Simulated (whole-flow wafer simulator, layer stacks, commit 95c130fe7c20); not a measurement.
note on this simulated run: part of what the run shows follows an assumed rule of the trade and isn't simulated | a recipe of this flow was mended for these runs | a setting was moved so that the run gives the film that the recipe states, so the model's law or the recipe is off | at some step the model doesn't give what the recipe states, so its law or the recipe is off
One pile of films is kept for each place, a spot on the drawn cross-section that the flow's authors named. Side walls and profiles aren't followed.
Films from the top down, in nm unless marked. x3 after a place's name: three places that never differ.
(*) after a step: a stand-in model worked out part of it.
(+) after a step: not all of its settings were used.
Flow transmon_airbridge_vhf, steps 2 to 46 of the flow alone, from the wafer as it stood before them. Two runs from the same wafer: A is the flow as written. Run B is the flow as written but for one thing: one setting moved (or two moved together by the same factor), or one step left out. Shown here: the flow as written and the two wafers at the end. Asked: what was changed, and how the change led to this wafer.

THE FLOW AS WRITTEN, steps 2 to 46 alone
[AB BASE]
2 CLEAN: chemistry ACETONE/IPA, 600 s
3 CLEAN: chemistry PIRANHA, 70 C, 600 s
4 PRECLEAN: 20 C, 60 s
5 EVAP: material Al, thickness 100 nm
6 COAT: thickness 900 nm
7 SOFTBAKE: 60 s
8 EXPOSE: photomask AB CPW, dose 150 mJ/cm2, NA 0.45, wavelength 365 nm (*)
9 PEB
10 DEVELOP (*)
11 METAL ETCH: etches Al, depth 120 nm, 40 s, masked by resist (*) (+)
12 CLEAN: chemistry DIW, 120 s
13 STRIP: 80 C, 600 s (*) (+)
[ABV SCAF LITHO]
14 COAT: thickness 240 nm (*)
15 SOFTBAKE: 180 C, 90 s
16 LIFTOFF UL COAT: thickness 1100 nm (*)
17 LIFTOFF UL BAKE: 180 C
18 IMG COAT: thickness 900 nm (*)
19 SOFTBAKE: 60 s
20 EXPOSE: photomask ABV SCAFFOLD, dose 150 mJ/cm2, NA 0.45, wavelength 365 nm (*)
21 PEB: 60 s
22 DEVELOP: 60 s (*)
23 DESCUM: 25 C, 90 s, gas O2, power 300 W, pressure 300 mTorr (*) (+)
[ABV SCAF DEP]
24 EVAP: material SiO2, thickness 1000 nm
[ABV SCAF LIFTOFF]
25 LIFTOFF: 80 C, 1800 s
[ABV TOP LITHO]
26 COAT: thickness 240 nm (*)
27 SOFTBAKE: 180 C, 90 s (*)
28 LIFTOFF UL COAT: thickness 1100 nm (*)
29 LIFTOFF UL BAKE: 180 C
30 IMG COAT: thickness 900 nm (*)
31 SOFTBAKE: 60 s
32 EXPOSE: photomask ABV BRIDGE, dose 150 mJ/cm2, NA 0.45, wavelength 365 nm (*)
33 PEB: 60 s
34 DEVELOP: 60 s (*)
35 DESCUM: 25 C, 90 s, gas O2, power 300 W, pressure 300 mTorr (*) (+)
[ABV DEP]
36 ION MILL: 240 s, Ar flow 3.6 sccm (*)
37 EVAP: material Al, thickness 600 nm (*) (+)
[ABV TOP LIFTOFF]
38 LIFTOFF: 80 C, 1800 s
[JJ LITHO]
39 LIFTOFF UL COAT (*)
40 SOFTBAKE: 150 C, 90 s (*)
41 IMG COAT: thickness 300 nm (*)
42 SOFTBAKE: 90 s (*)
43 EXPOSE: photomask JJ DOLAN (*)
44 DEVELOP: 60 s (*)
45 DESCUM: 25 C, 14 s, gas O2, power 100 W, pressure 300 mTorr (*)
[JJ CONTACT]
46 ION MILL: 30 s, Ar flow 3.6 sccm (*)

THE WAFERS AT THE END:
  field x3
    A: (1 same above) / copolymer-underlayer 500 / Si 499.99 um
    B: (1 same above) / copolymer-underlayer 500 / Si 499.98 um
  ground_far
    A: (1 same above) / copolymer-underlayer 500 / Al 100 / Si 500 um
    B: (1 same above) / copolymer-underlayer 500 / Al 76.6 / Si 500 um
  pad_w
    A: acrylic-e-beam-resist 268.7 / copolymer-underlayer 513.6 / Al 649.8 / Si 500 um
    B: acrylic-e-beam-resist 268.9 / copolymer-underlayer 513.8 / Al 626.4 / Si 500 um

The cause: step 5, EVAP: thickness 76.6 nm was run, where the flow has thickness 100 nm.
It can be read off the wafer: ground_far has Al 76.6, and step 5 as written asks for 100 nm.

How the change led to this, step by step:
  5 EVAP: material Al, thickness 100 nm
      field x3, jj_line, ground_far and 12 more: A Al +100 (new film) | B Al +76.6 (new film)
  11 METAL ETCH: etches Al, depth 120 nm, 40 s, masked by resist (*) (+)
      field x3, jj_line, gap_w, gap_e: A Al -86.7 (all of it), Si -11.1 | B Al -63.3 (all of it), Si -18.9
